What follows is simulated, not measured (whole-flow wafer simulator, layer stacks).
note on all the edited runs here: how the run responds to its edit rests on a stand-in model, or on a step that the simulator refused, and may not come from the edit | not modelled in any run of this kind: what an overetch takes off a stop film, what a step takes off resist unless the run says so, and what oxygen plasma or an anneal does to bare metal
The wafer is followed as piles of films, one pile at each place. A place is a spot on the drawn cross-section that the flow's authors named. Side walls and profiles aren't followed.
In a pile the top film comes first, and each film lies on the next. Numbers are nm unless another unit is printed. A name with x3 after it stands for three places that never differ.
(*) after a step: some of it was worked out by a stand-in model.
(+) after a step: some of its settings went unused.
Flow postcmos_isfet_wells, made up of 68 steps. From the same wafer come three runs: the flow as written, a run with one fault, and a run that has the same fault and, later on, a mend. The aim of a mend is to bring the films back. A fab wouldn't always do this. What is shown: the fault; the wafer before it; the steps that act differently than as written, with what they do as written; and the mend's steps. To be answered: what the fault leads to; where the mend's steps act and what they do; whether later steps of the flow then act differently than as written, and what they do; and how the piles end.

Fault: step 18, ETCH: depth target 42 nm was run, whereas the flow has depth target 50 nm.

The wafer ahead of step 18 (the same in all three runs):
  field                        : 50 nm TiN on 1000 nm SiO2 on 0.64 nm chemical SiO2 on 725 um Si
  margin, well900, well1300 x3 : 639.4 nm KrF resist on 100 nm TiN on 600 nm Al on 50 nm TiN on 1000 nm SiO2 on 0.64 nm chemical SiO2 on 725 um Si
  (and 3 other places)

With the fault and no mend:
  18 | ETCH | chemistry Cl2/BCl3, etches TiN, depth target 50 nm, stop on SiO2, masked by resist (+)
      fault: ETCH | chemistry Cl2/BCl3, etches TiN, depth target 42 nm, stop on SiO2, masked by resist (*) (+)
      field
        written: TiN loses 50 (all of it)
        fault: TiN loses 42
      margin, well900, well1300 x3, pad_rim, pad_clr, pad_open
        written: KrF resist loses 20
        fault: KrF resist loses 16.8
  Steps further on in the flow that do not act as written (2 other steps are not shown; they differ only slightly, by no more than 2% or 0.5 nm, whichever is larger):
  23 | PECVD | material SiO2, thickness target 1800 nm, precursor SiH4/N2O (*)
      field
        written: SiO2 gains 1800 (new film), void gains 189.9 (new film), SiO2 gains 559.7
        fault: SiO2 gains 1800 (new film), void gains 184.2 (new film), SiO2 gains 557.8 (new film)
  The piles end different from the flow's at field by more than 2% or 0.5 nm, whichever is larger.
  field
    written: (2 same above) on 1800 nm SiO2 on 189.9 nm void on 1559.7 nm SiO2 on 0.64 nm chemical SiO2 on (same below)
    fault: (2 same above) on 1800 nm SiO2 on 184.2 nm void on 557.8 nm SiO2 on 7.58 nm TiN on 1000 nm SiO2 on 0.64 nm chemical SiO2 on (same below)

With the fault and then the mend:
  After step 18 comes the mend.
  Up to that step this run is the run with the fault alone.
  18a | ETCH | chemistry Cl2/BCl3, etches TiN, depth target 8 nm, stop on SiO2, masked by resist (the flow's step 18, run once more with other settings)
      margin, well900, well1300 x3, pad_rim, pad_clr, pad_open
        KrF resist loses 3.2
      field
        TiN loses 8 (all of it)
  None of the later steps of the flow acts differently than as written at any place that is followed.
  The piles end the same as the flow's at every place that both follow.
